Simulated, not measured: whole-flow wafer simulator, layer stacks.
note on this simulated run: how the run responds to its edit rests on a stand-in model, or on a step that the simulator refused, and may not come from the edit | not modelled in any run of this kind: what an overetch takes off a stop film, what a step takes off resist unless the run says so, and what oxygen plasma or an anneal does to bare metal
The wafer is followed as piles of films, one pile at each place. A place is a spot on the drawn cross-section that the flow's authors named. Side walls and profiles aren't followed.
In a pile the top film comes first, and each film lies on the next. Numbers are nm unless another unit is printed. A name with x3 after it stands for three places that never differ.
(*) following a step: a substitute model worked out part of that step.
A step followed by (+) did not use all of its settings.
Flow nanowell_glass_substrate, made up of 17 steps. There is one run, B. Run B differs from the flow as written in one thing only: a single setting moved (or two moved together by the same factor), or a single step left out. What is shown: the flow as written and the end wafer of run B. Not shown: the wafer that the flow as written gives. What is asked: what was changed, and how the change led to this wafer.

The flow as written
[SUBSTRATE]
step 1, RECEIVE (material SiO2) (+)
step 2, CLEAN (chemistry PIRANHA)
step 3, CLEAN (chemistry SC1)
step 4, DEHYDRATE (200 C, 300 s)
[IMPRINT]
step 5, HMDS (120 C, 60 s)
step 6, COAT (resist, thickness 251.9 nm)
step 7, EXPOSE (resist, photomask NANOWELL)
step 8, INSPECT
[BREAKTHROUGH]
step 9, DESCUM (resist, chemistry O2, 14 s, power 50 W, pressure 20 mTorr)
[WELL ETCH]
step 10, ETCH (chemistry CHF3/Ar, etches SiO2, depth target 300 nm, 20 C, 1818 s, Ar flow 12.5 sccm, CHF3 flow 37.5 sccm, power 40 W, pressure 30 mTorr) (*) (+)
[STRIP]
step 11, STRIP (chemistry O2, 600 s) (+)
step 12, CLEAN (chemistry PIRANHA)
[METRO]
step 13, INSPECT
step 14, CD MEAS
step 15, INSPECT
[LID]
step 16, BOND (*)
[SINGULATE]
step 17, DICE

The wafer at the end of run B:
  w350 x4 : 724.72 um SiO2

Cause: step 9, DESCUM: resist, chemistry O2, 14 s, power 50 W, pressure 20 mTorr, was omitted.

Step by step, how the change led to this:
  step 10, ETCH (chemistry CHF3/Ar, etches SiO2, depth target 300 nm, 20 C, 1818 s, Ar flow 12.5 sccm, CHF3 flow 37.5 sccm, power 40 W, pressure 30 mTorr) (*) (+)
      w350 x4: resist loses 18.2 (all of it), SiO2 loses 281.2 (it would be, as written: SiO2 loses 300)
  step 11, STRIP (chemistry O2, 600 s) (+)
      land: resist loses 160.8 (all of it) (it would be, as written: resist loses 125.9 (all of it))
